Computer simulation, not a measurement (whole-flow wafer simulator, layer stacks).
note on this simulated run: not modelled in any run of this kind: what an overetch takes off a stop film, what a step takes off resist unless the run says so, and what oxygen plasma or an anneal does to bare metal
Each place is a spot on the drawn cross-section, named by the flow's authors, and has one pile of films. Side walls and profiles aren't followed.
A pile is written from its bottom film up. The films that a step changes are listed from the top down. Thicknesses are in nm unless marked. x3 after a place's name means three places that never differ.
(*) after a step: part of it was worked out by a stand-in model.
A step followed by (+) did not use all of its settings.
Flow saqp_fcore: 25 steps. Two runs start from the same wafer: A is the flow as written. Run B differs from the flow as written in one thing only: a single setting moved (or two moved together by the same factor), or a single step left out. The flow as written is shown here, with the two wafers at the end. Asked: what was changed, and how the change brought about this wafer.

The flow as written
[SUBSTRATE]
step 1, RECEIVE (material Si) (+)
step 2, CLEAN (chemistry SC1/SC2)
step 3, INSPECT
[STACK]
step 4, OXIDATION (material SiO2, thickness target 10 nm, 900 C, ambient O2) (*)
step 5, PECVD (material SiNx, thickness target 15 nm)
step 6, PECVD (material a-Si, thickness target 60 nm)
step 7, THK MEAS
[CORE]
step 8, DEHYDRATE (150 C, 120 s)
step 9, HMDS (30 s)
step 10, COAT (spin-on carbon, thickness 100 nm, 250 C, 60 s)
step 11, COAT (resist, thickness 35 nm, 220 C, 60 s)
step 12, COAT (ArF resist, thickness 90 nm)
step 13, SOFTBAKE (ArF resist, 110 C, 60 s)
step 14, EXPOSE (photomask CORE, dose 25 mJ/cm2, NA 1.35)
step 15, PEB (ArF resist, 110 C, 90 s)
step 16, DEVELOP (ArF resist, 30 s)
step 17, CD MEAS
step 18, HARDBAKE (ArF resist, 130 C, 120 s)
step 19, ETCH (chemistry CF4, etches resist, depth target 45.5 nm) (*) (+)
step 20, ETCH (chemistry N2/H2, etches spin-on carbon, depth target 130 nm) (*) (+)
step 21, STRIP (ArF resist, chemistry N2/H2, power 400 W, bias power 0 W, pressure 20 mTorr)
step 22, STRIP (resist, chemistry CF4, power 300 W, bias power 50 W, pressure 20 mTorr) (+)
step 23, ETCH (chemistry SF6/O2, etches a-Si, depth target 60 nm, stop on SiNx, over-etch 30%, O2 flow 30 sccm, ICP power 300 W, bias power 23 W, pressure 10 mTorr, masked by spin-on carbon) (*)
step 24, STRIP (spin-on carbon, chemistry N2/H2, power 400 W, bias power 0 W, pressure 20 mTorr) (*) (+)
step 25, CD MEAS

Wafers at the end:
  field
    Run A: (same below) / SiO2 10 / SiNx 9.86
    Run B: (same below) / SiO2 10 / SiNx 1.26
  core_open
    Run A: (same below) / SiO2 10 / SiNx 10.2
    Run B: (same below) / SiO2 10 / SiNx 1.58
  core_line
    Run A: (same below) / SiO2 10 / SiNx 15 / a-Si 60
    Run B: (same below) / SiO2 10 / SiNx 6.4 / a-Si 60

What caused this: step 5, PECVD: thickness target 6.4 nm was run, whereas the flow has thickness target 15 nm.
The wafer itself shows it: core_line has SiNx 6.4, and step 5 as written asks for 15 nm.

The path from the change to this, step by step:
  step 5, PECVD (material SiNx, thickness target 15 nm)
      field, core_open, core_line: A +15 SiNx (new film) | B +6.4 SiNx (new film)
